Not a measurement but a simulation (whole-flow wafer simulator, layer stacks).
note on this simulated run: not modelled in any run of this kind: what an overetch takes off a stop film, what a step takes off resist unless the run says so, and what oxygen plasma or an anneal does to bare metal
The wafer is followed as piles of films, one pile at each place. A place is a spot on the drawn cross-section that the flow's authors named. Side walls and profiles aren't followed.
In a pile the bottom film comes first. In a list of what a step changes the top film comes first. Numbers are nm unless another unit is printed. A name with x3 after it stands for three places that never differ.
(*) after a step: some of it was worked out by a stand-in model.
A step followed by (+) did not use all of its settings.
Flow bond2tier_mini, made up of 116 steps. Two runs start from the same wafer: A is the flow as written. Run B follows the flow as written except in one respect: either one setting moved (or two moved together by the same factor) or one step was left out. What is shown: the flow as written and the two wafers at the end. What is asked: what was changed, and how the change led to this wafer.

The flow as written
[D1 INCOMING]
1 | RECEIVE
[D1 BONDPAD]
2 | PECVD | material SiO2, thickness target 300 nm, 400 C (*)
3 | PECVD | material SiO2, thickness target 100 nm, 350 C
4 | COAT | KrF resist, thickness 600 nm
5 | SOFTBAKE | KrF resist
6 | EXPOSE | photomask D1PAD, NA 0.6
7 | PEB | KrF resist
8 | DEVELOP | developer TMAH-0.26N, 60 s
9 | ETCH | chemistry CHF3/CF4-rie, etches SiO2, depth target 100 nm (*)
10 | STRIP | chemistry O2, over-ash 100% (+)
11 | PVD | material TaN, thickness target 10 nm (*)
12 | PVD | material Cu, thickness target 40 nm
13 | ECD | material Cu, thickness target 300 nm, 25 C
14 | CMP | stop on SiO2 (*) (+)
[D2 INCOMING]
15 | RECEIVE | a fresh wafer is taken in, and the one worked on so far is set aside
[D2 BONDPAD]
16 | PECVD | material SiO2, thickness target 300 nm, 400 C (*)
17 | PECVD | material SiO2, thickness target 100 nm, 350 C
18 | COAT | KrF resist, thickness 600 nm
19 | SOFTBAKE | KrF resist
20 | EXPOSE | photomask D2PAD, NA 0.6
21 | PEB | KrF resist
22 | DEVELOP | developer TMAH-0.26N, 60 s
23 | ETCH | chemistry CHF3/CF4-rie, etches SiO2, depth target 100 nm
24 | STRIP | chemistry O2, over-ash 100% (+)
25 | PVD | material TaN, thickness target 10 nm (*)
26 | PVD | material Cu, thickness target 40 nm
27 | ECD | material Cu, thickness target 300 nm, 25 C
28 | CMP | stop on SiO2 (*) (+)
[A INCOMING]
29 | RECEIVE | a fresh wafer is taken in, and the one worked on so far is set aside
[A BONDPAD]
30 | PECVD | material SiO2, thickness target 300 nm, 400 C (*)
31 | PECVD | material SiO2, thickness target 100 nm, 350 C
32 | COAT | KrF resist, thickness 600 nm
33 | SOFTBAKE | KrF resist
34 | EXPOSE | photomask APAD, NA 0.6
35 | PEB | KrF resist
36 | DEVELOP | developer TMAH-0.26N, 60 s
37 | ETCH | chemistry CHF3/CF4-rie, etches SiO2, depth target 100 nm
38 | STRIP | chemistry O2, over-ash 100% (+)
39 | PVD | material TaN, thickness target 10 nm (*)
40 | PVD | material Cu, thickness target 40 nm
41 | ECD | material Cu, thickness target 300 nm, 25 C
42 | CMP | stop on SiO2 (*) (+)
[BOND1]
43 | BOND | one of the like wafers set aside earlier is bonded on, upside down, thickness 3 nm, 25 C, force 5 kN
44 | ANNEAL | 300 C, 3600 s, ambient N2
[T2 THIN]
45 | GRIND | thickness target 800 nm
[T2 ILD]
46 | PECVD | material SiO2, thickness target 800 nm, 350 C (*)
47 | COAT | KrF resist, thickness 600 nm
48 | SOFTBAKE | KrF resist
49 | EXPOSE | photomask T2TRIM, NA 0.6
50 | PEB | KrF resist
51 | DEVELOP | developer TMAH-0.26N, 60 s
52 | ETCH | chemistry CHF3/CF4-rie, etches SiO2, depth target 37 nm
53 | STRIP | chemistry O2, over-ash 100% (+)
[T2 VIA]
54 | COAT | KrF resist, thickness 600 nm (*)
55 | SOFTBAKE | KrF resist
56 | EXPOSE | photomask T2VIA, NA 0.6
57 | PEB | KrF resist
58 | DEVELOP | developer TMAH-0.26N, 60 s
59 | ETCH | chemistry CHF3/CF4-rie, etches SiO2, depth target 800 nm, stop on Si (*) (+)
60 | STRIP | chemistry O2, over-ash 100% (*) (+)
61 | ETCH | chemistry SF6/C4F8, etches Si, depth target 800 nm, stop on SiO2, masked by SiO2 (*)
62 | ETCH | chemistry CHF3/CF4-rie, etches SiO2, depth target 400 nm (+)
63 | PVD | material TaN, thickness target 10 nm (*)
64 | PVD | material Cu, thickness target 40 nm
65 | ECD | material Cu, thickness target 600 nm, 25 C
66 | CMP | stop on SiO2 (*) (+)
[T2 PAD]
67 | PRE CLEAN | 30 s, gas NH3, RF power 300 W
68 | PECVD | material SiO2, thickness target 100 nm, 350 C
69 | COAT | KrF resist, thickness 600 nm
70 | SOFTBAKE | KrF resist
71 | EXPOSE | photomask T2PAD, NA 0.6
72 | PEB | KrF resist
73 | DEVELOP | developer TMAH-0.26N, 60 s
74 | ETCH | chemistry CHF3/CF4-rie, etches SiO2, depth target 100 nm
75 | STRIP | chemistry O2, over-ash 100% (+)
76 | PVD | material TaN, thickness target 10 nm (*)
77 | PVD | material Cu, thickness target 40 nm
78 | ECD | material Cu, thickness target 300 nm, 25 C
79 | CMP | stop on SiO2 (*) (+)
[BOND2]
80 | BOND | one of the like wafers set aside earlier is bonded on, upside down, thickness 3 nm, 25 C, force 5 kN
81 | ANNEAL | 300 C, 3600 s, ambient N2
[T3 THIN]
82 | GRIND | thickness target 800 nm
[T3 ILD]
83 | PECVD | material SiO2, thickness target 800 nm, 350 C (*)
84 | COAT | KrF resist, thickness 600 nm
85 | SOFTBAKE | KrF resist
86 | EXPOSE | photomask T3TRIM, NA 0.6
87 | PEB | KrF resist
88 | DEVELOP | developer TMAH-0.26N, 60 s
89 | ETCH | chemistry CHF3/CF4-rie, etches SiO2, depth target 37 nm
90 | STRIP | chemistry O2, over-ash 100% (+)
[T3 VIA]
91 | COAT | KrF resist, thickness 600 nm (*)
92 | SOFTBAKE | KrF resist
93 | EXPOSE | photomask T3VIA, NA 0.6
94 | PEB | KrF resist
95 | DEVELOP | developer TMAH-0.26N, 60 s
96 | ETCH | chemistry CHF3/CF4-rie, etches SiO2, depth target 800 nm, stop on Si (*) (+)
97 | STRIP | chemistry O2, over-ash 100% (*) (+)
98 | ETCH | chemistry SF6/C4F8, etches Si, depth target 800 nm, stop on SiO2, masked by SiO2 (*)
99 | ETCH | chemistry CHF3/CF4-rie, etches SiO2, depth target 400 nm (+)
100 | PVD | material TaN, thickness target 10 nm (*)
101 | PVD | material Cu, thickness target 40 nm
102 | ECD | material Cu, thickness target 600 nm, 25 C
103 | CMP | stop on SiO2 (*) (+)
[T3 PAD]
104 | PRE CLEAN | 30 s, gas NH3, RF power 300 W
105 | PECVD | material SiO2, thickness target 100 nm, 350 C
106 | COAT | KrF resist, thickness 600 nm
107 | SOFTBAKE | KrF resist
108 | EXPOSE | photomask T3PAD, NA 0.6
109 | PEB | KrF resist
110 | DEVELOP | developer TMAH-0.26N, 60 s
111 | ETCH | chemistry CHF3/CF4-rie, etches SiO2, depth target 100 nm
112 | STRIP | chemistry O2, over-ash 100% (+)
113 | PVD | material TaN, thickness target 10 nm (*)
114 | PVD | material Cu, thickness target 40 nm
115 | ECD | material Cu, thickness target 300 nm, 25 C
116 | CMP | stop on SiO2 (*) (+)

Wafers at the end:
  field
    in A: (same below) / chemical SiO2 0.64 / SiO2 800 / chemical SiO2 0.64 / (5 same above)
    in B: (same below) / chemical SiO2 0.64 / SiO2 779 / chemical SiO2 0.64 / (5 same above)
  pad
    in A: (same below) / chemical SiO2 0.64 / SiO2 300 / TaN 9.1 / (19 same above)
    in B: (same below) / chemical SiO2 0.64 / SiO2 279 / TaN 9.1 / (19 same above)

What caused this: step 31, PECVD: thickness target 79 nm was run, though the flow has thickness target 100 nm.

The path from the change to this, step by step:
  31 | PECVD | material SiO2, thickness target 100 nm, 350 C
      field, pad, via: A +100 SiO2 | B +79 SiO2
